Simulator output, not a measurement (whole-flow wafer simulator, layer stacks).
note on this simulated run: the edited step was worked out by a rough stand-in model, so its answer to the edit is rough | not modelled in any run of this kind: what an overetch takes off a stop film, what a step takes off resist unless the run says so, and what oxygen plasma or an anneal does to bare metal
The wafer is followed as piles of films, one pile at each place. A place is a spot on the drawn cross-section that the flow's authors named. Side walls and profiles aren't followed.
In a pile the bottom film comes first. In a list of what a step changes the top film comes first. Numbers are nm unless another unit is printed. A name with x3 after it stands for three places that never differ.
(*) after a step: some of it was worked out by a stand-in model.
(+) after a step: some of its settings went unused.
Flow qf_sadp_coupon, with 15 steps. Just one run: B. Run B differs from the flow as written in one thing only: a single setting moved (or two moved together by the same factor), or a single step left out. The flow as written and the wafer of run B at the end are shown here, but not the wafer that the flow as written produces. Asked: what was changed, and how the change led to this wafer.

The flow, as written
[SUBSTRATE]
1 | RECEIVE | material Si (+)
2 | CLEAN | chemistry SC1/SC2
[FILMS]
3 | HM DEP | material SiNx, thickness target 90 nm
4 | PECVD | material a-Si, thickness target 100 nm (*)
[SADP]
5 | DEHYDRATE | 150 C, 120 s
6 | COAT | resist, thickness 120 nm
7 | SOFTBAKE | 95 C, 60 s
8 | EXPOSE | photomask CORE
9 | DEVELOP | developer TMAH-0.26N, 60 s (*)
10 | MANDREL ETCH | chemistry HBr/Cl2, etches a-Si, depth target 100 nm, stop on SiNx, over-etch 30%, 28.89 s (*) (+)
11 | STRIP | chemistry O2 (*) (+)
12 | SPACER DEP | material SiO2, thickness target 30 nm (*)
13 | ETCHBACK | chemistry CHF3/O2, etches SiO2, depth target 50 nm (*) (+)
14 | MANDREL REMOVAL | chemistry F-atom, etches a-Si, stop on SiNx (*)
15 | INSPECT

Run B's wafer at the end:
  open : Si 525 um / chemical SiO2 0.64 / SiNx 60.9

The reason: step 4, PECVD: thickness target 59.3 nm was run, while the flow as written has thickness target 100 nm.

The path from the change to this, step by step:
  4 | PECVD | material a-Si, thickness target 100 nm (*)
      m, open: +59.3 a-Si (new film) (in the flow as written it would be: +100 a-Si (new film))
  10 | MANDREL ETCH | chemistry HBr/Cl2, etches a-Si, depth target 100 nm, stop on SiNx, over-etch 30%, 28.89 s (*) (+)
      open: -59.3 a-Si (all of it), -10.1 SiNx (in the flow as written it would be: -100 a-Si (all of it), -4.29 SiNx)
  14 | MANDREL REMOVAL | chemistry F-atom, etches a-Si, stop on SiNx (*)
      m: -55.1 a-Si (all of it) (in the flow as written it would be: -95.8 a-Si (all of it))
